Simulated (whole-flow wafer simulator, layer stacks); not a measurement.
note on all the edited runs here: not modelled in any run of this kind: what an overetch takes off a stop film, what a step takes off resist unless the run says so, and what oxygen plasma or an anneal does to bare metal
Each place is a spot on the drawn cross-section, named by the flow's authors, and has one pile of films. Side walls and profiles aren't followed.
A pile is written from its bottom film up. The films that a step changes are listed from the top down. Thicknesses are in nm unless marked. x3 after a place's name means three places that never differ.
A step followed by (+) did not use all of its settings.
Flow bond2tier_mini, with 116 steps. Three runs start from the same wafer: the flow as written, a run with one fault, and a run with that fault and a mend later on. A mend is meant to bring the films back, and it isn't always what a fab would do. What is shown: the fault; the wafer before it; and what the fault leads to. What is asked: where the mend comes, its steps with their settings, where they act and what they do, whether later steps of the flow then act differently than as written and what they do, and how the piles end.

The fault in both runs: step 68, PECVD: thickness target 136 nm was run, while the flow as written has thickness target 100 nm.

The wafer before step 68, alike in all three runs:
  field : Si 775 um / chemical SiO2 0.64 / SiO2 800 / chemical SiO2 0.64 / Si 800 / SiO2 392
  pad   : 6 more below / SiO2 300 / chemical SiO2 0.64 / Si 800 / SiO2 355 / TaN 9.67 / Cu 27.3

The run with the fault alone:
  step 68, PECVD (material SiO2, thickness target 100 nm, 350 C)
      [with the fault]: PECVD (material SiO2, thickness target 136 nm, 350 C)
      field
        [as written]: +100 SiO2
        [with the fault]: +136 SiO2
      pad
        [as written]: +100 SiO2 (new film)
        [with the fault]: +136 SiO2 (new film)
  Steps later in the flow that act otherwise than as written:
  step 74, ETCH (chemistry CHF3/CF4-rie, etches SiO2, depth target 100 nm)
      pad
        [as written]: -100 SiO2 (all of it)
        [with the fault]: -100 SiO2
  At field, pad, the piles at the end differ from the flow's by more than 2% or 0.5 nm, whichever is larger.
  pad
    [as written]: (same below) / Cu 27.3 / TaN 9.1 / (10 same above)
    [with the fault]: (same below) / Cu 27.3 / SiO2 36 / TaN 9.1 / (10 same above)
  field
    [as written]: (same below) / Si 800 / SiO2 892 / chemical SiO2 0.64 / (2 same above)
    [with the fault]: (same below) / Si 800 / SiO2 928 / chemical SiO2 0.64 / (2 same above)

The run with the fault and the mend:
  The mend follows step 73.
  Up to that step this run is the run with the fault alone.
  step 73a, STRIP (chemistry O2, over-ash 100%) (+)
      field
        -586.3 KrF resist (all of it)
  step 73b, ETCH (chemistry CHF3/CF4-rie, etches SiO2, depth target 36 nm) (the flow's step 62 again, with other settings)
      field, pad
        -36 SiO2
  step 73c, COAT (KrF resist, thickness 600 nm) (the flow's step 69 again)
      field, pad
        +600 KrF resist (new film)
  step 73d, SOFTBAKE (KrF resist) (the flow's step 70 again)
      does not change any film at any place that is followed
  step 73e, EXPOSE (photomask T2PAD, NA 0.6) (the flow's step 71 again)
      does not change any film at any place that is followed
  step 73f, PEB (KrF resist) (the flow's step 72 again)
      does not change any film at any place that is followed
  step 73g, DEVELOP (developer TMAH-0.26N, 60 s) (the flow's step 73 again)
      field
        -13.7 KrF resist
      pad
        -600 KrF resist (all of it)
  Later steps of the flow that are run all act as written at every place that is followed.
  By the end, the piles equal the flow's at every place that both follow.
